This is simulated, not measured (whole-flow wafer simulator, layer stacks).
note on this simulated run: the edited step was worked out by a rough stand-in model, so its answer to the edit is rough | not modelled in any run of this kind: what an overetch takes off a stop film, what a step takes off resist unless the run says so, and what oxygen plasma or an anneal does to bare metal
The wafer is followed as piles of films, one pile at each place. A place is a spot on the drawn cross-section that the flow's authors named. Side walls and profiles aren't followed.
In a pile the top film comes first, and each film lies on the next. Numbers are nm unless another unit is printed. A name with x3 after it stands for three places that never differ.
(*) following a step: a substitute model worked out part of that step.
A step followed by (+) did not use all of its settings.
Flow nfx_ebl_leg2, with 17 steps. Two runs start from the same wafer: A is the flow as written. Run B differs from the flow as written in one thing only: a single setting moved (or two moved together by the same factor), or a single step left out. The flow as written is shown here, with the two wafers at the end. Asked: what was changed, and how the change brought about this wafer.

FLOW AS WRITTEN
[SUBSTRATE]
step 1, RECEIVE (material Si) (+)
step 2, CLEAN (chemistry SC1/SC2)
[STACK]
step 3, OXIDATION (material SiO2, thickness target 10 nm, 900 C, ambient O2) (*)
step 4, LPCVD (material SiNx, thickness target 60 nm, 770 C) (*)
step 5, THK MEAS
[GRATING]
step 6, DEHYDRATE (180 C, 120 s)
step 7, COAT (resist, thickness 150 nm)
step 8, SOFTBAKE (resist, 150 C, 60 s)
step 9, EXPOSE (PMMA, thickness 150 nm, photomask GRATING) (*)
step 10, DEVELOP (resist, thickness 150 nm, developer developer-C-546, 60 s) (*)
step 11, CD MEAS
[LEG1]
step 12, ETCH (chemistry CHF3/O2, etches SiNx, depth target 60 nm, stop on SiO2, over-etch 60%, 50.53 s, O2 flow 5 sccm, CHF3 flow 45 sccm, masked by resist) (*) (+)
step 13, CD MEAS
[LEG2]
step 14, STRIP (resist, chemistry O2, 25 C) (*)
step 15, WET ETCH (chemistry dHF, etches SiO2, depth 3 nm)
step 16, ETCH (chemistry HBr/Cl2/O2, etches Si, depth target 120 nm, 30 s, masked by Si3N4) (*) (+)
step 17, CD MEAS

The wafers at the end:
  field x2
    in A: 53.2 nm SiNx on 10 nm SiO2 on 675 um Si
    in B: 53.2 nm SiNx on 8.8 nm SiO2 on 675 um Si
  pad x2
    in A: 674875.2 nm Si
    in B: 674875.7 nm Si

What caused this: step 3, OXIDATION: thickness target 8.8 nm was run, though the flow has thickness target 10 nm.
One can read it off the wafer: field x2 has SiO2 8.8, and step 3 as written asks for 10 nm.

How this came from the change, step by step:
  step 3, OXIDATION (material SiO2, thickness target 10 nm, 900 C, ambient O2) (*)
      field x2, pad x2: A SiO2 gains 10 (new film), chemical SiO2 loses 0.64 (all of it), Si loses 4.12 | B SiO2 gains 8.8 (new film), chemical SiO2 loses 0.64 (all of it), Si loses 3.59
  step 12, ETCH (chemistry CHF3/O2, etches SiNx, depth target 60 nm, stop on SiO2, over-etch 60%, 50.53 s, O2 flow 5 sccm, CHF3 flow 45 sccm, masked by resist) (*) (+)
      pad x2: A SiNx loses 60 (all of it), SiO2 loses 10 (all of it) | B SiNx loses 60 (all of it), SiO2 loses 8.8 (all of it)
